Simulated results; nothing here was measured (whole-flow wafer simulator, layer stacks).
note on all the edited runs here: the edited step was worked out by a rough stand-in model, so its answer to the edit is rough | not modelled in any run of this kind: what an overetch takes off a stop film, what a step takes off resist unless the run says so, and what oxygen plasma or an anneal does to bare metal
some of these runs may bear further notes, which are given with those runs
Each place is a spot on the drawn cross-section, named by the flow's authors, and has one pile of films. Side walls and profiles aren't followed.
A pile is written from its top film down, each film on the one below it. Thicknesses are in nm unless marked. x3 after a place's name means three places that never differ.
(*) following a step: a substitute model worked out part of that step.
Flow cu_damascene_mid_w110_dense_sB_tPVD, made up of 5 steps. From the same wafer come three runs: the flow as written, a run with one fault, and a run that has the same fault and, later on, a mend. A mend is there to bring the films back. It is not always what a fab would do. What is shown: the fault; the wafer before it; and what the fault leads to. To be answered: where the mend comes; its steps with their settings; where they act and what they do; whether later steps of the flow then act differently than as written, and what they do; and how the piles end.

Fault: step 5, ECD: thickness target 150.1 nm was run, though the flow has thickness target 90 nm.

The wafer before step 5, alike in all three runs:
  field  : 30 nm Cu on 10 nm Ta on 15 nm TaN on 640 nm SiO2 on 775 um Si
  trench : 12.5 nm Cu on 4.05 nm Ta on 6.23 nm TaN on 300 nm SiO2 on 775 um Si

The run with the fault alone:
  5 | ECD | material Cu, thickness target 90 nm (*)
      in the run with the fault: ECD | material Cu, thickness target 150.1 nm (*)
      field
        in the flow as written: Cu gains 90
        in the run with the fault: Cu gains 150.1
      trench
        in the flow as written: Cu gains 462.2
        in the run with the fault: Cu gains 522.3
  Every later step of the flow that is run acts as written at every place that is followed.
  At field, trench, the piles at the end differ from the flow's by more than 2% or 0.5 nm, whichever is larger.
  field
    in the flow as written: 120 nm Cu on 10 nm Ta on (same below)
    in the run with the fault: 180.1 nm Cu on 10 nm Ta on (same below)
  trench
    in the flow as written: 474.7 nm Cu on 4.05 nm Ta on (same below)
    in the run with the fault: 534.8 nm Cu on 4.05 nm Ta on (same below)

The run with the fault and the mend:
  After step 5 comes the mend.
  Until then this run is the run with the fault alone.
  5a | ETCH | chemistry cu recess dil, depth target 60.1 nm
      field, trench
        Cu loses 60.1
  Every later step of the flow that is run acts as written at every place that is followed.
  The piles end the same as the flow's at every place that both follow.
